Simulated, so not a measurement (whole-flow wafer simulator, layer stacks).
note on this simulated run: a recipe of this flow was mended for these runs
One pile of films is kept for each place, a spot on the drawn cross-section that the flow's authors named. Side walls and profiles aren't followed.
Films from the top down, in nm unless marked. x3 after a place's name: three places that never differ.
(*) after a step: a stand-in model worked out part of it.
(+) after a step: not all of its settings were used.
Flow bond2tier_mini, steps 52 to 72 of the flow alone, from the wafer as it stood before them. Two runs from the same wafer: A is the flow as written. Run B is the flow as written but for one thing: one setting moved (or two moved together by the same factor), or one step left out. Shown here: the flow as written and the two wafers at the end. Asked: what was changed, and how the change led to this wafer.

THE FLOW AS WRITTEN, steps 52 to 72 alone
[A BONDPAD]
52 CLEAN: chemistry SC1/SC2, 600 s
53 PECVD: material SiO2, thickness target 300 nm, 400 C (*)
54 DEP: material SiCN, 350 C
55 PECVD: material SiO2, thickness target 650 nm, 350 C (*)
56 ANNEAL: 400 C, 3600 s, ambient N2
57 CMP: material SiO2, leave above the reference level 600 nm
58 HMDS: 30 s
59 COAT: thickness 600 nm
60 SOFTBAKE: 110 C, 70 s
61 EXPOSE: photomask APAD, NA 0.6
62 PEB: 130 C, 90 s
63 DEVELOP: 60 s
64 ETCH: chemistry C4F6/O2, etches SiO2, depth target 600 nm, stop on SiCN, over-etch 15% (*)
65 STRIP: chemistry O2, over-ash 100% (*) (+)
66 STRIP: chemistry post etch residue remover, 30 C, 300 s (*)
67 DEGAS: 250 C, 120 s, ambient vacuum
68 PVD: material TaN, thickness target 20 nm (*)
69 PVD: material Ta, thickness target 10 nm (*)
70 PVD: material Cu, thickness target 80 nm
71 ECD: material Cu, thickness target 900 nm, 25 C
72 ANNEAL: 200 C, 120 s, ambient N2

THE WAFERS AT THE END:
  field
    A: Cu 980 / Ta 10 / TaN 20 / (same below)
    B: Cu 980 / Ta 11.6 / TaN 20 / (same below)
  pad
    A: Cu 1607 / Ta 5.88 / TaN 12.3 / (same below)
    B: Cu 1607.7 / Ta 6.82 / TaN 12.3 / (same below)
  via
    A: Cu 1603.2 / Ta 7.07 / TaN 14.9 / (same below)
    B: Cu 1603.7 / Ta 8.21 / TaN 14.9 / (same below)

The cause: step 69, PVD: thickness target 11.6 nm was run, where the flow has thickness target 10 nm.
It can be read off the wafer: field has Ta 11.6, and step 69 as written asks for 10 nm.

How the change led to this, step by step:
  69 PVD: material Ta, thickness target 10 nm (*)
      field: A Ta +10 (new film) | B Ta +11.6 (new film)
      pad: A Ta +5.88 (new film) | B Ta +6.82 (new film)
      (and at 1 more place)
